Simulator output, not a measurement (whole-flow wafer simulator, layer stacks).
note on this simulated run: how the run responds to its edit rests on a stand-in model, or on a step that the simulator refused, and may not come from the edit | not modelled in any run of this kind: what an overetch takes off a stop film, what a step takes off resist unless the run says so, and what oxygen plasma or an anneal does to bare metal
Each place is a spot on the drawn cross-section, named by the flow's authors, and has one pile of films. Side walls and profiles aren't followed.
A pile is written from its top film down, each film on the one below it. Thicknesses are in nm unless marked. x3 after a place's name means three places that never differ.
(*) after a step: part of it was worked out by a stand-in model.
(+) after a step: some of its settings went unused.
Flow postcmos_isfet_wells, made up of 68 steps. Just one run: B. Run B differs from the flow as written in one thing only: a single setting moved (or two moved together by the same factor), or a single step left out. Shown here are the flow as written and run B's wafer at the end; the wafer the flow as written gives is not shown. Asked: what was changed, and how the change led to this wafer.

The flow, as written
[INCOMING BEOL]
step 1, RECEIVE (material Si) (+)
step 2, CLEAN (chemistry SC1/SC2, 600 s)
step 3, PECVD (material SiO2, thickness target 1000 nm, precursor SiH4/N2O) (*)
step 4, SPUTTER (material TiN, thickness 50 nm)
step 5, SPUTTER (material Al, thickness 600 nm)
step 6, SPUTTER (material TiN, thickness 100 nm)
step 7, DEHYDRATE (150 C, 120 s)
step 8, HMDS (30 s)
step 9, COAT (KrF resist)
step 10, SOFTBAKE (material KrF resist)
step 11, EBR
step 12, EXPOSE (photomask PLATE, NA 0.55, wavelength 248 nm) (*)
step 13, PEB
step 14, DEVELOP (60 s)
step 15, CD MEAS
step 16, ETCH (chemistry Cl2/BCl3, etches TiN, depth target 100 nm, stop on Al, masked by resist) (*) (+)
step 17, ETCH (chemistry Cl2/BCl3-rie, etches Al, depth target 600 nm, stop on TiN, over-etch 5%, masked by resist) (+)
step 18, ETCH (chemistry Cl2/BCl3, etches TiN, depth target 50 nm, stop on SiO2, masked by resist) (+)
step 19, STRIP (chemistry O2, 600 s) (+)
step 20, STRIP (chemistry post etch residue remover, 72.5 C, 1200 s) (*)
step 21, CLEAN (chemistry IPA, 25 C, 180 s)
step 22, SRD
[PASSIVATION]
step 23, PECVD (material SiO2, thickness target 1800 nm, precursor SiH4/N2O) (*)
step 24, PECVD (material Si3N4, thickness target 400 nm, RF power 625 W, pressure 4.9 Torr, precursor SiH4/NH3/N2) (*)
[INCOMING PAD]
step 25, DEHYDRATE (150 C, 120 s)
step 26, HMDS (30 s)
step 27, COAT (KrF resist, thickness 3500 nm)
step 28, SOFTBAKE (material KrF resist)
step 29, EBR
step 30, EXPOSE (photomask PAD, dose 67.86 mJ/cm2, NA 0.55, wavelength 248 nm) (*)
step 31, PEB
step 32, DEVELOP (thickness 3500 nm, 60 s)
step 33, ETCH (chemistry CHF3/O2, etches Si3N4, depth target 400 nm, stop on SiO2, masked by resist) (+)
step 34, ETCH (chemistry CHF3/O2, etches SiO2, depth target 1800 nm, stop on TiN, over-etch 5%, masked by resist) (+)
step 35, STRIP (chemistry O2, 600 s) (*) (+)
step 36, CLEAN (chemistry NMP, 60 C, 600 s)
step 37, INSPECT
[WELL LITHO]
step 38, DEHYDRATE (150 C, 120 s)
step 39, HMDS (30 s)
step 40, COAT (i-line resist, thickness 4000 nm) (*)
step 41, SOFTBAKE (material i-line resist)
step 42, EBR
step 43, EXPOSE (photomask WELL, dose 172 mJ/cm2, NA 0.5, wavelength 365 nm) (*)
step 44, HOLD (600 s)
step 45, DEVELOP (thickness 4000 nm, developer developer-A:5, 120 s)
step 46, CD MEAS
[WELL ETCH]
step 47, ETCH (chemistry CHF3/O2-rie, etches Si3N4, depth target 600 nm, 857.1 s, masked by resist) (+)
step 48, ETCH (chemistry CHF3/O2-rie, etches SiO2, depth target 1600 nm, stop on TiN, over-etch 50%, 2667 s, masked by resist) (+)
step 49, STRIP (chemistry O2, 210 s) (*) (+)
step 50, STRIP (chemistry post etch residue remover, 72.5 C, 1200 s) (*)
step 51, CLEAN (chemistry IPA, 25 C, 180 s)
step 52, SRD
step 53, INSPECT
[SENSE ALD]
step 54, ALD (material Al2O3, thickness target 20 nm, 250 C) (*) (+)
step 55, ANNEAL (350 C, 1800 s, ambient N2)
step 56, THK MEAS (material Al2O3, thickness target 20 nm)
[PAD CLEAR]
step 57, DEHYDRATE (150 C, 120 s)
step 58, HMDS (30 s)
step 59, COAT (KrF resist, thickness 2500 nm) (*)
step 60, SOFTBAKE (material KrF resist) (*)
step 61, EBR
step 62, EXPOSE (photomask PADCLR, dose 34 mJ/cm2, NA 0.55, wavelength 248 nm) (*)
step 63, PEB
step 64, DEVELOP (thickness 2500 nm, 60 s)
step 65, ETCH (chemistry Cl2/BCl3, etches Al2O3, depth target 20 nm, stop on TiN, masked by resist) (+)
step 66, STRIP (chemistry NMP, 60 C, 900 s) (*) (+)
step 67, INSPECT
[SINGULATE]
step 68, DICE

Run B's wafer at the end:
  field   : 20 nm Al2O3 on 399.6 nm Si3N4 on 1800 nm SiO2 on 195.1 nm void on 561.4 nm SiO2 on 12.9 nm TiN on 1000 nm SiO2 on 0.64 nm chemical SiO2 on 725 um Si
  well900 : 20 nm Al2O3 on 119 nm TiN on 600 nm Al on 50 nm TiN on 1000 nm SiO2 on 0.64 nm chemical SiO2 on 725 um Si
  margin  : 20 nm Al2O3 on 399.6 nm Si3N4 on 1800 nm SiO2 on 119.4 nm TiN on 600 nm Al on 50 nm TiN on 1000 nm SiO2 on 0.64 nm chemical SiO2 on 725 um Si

What caused this: step 6, SPUTTER: thickness 119.8 nm was run, whereas the flow has thickness 100 nm.

How this came from the change, step by step:
  step 6, SPUTTER (material TiN, thickness 100 nm)
      field, margin, well900 and 6 more: TiN gains 119.8 (new film) (as written it would have been: TiN gains 100 (new film))
  step 16, ETCH (chemistry Cl2/BCl3, etches TiN, depth target 100 nm, stop on Al, masked by resist) (*) (+)
      field: TiN loses 100 (as written it would have been: TiN loses 100 (all of it))
  step 17, ETCH (chemistry Cl2/BCl3-rie, etches Al, depth target 600 nm, stop on TiN, over-etch 5%, masked by resist) (+)
      field: TiN loses 19.8 (all of it), Al loses 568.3 (as written it would have been: Al loses 600 (all of it))
  step 18, ETCH (chemistry Cl2/BCl3, etches TiN, depth target 50 nm, stop on SiO2, masked by resist) (+)
      field: Al loses 31.7 (all of it), TiN loses 36.7 (as written it would have been: TiN loses 50 (all of it))
  step 23, PECVD (material SiO2, thickness target 1800 nm, precursor SiH4/N2O) (*)
      field: SiO2 gains 1800 (new film), void gains 195.1 (new film), SiO2 gains 561.4 (new film) (as written it would have been: SiO2 gains 1800 (new film), void gains 189.9 (new film), SiO2 gains 559.7)
With metal films that touch counted as one body, field has 1 body; the flow as written gives 0 bodies.
